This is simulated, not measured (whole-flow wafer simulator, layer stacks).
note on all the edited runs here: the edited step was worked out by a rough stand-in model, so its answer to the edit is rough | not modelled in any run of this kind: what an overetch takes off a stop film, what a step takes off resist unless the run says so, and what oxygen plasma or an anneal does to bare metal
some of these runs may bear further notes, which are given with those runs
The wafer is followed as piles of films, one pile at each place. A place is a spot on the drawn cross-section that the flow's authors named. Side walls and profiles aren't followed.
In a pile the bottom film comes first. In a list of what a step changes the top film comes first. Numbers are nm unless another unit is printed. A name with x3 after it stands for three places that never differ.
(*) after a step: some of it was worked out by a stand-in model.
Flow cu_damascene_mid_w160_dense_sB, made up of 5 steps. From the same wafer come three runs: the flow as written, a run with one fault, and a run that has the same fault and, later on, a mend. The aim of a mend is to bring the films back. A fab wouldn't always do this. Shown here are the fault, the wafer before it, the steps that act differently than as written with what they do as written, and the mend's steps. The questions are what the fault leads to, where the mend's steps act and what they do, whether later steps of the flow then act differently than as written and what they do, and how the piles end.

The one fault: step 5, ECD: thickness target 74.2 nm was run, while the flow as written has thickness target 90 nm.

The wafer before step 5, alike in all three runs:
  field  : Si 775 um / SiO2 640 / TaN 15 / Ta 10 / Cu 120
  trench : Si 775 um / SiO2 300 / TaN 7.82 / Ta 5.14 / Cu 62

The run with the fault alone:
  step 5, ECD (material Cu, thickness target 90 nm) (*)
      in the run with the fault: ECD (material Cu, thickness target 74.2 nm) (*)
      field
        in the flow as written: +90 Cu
        in the run with the fault: +74.2 Cu
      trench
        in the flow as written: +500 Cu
        in the run with the fault: +484.2 Cu
  Later steps of the flow that are run all act as written at every place that is followed.
  By the end, the piles at field, trench depart from the flow's by more than 2% or 0.5 nm, whichever is larger.
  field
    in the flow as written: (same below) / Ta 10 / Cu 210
    in the run with the fault: (same below) / Ta 10 / Cu 194.2
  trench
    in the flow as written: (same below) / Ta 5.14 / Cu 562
    in the run with the fault: (same below) / Ta 5.14 / Cu 546.2

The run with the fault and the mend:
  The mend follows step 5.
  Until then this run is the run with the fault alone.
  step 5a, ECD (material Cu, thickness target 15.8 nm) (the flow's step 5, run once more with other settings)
      field, trench
        +15.8 Cu
  Later steps of the flow that are run all act as written at every place that is followed.
  The piles end the same as the flow's at every place that both follow.
